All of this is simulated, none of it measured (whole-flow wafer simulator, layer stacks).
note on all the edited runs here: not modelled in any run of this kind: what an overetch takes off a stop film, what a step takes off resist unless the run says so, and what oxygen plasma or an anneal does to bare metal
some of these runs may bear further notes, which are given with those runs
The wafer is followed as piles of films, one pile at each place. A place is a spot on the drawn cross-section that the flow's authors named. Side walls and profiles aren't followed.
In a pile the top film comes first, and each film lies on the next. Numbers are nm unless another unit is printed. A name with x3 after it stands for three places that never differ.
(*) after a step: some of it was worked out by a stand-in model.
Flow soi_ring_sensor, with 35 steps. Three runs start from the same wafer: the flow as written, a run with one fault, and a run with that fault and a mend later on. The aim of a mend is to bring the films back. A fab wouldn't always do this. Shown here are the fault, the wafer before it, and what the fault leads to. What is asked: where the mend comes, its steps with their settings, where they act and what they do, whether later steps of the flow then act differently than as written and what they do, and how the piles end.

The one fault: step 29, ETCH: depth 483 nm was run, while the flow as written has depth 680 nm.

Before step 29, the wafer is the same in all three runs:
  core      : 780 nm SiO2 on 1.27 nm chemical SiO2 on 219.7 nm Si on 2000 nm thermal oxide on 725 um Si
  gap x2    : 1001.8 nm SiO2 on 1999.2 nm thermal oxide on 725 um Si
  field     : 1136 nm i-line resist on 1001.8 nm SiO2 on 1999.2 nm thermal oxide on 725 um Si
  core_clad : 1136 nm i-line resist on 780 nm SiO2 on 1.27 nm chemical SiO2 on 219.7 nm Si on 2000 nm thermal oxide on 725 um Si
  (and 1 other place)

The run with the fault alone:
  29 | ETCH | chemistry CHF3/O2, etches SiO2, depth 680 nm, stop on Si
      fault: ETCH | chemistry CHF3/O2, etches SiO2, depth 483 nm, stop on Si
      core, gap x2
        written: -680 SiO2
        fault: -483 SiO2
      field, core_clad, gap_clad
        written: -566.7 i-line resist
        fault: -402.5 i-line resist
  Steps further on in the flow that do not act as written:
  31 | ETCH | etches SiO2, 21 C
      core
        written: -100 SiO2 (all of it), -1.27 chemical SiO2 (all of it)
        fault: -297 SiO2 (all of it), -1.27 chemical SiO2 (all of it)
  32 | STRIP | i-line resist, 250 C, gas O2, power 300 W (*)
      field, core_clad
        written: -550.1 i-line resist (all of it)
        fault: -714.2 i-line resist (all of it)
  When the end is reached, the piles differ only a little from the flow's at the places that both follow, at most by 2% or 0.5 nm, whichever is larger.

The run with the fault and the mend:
  After step 29 comes the mend.
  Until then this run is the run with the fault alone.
  29a | ETCH | chemistry CHF3/O2, etches SiO2, depth 197 nm, stop on Si (the flow's step 29, run once more with other settings)
      core, gap x2
        -197 SiO2
      field, core_clad, gap_clad
        -164.2 i-line resist
  Later steps of the flow that are run all act as written at every place that is followed.
  At every place that both follow, the piles at the end match the flow's.
